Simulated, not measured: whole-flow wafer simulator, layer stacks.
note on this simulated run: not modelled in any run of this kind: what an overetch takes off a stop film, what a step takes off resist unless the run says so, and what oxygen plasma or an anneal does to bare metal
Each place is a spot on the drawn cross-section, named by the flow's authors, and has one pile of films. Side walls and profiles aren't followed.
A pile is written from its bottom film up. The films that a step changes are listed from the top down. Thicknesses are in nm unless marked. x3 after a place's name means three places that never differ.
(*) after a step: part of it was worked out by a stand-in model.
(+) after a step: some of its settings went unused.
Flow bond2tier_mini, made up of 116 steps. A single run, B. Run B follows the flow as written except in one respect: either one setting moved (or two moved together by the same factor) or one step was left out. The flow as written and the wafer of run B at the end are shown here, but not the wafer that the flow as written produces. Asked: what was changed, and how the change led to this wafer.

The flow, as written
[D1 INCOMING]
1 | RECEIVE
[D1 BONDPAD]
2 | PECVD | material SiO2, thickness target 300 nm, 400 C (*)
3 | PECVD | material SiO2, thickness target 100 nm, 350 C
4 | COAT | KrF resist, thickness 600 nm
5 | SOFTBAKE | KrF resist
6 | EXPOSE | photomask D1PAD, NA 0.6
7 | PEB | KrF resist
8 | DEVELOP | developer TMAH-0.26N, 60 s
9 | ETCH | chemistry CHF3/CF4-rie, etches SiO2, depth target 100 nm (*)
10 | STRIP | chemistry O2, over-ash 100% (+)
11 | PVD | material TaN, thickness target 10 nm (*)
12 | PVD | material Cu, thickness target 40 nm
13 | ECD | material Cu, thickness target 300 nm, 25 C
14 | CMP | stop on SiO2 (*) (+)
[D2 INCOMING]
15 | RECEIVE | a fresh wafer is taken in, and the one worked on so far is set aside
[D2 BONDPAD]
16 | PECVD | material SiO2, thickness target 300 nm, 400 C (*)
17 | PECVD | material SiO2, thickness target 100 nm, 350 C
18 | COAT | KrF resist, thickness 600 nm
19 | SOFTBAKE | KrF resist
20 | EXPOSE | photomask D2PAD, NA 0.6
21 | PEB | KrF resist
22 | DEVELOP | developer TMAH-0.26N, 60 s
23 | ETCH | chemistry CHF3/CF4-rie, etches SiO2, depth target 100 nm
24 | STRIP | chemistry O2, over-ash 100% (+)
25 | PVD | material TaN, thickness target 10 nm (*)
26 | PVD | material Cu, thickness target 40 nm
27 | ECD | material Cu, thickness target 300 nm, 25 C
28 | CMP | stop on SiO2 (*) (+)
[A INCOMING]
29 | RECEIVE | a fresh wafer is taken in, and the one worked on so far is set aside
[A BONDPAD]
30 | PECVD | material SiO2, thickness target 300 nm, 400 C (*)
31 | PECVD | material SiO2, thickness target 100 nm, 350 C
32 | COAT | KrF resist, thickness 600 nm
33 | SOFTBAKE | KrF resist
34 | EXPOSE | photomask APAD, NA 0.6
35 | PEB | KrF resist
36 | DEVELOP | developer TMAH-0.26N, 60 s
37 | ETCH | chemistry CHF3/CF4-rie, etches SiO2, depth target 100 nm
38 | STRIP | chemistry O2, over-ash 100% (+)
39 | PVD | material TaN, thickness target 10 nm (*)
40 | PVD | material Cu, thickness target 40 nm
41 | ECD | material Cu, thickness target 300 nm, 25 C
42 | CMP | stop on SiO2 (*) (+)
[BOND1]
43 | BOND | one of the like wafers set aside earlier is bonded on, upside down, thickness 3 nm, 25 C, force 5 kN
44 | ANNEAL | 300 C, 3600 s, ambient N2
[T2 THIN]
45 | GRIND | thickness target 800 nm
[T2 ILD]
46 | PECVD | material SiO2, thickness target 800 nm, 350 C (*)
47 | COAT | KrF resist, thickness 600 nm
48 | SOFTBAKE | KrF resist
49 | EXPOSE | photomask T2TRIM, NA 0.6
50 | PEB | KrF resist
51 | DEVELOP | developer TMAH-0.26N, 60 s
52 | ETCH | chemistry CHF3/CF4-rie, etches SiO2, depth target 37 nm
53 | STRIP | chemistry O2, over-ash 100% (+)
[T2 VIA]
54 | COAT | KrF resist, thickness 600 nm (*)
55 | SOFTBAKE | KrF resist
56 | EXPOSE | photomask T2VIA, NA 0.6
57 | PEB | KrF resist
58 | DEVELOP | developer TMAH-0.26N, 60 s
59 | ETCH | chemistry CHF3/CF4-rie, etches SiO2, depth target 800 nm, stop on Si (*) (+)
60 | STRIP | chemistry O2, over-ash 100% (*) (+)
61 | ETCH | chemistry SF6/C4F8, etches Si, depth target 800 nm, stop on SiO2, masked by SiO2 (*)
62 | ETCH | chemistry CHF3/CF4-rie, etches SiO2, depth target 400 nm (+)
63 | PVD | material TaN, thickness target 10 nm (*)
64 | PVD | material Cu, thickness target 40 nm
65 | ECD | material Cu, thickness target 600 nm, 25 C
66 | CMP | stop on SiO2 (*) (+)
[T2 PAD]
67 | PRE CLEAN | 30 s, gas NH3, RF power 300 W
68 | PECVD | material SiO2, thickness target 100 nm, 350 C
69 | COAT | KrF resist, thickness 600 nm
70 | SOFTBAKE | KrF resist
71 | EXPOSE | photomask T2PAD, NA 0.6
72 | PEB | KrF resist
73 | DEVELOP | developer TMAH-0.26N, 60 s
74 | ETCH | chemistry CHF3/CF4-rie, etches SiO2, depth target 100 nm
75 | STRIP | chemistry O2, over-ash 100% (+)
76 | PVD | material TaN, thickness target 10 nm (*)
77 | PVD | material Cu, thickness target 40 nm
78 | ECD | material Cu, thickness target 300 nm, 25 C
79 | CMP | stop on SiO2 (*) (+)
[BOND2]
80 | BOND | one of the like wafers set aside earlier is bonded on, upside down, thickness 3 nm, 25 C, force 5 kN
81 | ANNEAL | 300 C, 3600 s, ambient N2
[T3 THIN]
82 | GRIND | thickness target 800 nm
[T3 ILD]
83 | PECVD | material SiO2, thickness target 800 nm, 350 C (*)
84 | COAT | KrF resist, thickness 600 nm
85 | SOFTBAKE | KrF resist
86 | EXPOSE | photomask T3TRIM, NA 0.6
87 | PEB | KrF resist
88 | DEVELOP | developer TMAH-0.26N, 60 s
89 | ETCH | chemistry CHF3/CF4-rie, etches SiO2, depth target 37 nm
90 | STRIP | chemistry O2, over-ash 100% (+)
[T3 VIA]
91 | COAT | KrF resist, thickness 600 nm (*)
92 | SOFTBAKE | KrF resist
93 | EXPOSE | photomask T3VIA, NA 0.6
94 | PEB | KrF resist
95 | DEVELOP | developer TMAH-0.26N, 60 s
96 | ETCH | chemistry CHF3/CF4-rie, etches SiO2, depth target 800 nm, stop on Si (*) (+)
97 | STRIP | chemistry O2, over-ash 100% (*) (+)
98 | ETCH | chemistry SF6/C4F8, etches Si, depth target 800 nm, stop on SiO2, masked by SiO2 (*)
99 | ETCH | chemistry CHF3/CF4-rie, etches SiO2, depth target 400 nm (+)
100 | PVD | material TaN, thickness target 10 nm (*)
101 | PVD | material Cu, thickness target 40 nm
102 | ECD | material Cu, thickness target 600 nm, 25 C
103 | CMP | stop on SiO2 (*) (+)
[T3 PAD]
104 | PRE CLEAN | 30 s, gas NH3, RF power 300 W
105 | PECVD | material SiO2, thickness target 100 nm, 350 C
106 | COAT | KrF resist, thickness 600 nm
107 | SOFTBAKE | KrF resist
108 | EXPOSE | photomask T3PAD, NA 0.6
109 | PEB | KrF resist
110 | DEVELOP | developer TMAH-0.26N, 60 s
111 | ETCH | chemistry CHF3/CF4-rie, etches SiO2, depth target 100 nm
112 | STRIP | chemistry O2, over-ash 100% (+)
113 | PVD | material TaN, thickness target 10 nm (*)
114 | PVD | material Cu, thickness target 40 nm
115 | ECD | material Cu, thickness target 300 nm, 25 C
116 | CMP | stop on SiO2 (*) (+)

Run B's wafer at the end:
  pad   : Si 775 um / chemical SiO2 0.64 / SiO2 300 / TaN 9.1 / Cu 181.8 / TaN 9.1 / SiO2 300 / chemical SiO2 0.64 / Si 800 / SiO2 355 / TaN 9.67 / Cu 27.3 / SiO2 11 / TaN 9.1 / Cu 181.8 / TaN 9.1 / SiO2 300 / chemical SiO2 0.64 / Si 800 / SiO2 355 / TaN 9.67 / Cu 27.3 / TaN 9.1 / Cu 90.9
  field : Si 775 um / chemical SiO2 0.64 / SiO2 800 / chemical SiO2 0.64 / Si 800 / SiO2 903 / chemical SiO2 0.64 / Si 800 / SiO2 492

What caused this: step 68, PECVD: thickness target 111 nm was run, whereas the flow has thickness target 100 nm.

The path from the change to this, step by step:
  68 | PECVD | material SiO2, thickness target 100 nm, 350 C
      field: SiO2 gains 111 (in the flow as written it would be: SiO2 gains 100)
      pad: SiO2 gains 111 (new film) (in the flow as written it would be: SiO2 gains 100 (new film))
  74 | ETCH | chemistry CHF3/CF4-rie, etches SiO2, depth target 100 nm
      pad: SiO2 loses 100 (in the flow as written it would be: SiO2 loses 100 (all of it))
Taking metal films that touch as one body, pad has 4 bodies (between them, from the top down: SiO2 355 / Si 800 / chemical SiO2 0.64 / SiO2 300; SiO2 11; SiO2 355 / Si 800 / chemical SiO2 0.64 / SiO2 300); the flow as written gives 3 bodies (between them, from the top down: SiO2 355 / Si 800 / chemical SiO2 0.64 / SiO2 300; SiO2 355 / Si 800 / chemical SiO2 0.64 / SiO2 300).
